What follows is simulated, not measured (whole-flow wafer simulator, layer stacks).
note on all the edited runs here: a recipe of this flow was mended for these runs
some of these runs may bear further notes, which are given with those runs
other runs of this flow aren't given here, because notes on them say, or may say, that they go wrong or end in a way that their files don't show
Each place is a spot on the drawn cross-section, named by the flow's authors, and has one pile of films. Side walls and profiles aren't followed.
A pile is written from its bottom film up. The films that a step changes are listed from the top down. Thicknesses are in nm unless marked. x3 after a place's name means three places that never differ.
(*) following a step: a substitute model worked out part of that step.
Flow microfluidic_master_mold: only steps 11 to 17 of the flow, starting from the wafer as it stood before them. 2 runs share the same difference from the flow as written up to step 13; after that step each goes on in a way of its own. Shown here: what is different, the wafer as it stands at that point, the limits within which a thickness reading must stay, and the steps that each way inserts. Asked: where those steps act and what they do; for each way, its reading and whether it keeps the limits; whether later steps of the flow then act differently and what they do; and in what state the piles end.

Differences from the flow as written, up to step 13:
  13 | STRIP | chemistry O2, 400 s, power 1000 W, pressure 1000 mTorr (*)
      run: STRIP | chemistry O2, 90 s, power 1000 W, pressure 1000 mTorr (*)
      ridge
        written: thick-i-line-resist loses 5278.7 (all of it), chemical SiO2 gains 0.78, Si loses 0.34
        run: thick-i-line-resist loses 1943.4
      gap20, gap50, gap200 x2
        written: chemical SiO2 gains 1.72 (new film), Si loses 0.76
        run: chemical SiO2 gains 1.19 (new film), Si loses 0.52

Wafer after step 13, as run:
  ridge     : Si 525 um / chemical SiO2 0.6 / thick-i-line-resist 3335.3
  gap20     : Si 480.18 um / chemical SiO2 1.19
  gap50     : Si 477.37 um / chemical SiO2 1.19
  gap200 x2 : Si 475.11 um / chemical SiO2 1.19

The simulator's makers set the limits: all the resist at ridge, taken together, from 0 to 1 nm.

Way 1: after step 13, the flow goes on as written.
  The reading taken after step 13 is 3335.3 nm, which is outside the limits.
  Steps further on in the flow that do not act as written:
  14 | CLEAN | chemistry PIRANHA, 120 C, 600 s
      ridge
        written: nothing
        way: thick-i-line-resist loses 3335.3 (all of it)
  The piles end different from the flow's at ridge, gap20, gap50, gap200 x2 by more than 2% or 0.5 nm, whichever is larger.
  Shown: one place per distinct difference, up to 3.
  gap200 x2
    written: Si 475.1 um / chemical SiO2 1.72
    way: Si 475.11 um / chemical SiO2 1.19
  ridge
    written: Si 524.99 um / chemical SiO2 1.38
    way: Si 525 um / chemical SiO2 0.6
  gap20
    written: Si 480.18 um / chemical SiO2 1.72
    way: Si 480.18 um / chemical SiO2 1.19

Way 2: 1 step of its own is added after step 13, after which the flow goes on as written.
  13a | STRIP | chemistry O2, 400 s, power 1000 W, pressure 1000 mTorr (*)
      gap20, gap50, gap200 x2
        chemical SiO2 gains 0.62, Si loses 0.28
      ridge
        thick-i-line-resist loses 3335.3 (all of it), chemical SiO2 gains 0.93, Si loses 0.41
  The reading taken after step 13a is 0 nm, which is within the limits.
  None of the later steps of the flow acts differently than as written at any place that is followed.
  When the end is reached, the piles differ only a little from the flow's at the places that both follow, at most by 2% or 0.5 nm, whichever is larger.

The limits are kept by: way 2. They are not kept by: way 1.
